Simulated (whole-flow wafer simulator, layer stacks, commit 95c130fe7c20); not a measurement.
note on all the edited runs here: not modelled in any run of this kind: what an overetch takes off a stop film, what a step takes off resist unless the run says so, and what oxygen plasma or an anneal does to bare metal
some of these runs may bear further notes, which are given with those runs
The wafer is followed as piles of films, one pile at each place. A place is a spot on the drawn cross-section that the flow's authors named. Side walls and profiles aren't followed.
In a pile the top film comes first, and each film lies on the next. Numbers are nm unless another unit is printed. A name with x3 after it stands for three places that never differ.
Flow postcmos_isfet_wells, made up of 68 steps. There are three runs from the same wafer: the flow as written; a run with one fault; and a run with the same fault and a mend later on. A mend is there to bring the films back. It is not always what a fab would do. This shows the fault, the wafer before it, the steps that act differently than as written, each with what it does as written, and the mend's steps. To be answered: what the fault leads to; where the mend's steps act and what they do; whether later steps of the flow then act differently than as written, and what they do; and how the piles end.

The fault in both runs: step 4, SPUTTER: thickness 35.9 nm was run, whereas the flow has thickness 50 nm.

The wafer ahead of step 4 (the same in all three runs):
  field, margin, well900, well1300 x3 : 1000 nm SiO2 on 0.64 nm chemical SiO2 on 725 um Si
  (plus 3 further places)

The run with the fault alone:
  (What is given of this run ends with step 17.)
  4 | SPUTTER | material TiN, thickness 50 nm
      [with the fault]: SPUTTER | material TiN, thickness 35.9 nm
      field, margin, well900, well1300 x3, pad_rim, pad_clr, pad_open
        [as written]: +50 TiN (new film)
        [with the fault]: +35.9 TiN (new film)
  Every later step of the flow up to step 17 that is run acts as written at every place that is followed.
  The piles after step 17 differ from the flow's at field, margin, well900, well1300 x3, pad_rim, pad_clr, pad_open by more than 2% or 0.5 nm, whichever is larger.
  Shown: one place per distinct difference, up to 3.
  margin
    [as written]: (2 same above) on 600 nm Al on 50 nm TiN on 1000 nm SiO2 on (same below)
    [with the fault]: (2 same above) on 600 nm Al on 35.9 nm TiN on 1000 nm SiO2 on (same below)
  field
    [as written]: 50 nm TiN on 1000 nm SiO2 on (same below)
    [with the fault]: 35.9 nm TiN on 1000 nm SiO2 on (same below)

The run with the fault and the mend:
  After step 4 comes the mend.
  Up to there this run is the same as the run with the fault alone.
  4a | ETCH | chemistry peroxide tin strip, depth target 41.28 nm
      field, margin, well900, well1300 x3, pad_rim, pad_clr, pad_open
        -35.9 TiN (all of it)
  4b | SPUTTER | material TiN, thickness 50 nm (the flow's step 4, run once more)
      field, margin, well900, well1300 x3, pad_rim, pad_clr, pad_open
        +50 TiN (new film)
  Every later step of the flow that is run acts as written at every place that is followed.
  At every place that both follow, the piles at the end match the flow's.
